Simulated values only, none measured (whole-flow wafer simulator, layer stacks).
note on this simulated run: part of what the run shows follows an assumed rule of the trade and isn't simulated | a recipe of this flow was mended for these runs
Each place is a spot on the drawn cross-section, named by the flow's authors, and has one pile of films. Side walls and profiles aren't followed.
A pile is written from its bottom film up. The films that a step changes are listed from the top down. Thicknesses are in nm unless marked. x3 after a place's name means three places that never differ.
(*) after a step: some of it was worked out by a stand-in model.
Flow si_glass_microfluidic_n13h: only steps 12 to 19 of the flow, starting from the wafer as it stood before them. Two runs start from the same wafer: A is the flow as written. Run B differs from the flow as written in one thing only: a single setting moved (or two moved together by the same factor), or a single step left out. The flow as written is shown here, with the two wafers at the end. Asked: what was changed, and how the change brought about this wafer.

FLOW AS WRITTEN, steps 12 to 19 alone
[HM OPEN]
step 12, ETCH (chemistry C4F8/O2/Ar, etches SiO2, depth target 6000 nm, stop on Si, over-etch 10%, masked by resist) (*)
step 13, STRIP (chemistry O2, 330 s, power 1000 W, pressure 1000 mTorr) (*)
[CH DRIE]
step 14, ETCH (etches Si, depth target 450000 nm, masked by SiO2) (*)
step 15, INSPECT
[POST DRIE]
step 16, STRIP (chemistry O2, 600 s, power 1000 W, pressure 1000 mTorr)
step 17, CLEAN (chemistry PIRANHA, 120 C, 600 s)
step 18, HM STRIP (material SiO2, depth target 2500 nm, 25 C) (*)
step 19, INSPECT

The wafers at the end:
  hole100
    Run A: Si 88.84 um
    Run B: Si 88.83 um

What caused this: step 12, ETCH: over-etch 11.6% was run, though the flow has over-etch 10%.

Step by step, how the change led to this:
  step 12, ETCH (chemistry C4F8/O2/Ar, etches SiO2, depth target 6000 nm, stop on Si, over-etch 10%, masked by resist) (*)
      hole100: A -6000 SiO2 (all of it), -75 Si | B -6000 SiO2 (all of it), -87 Si
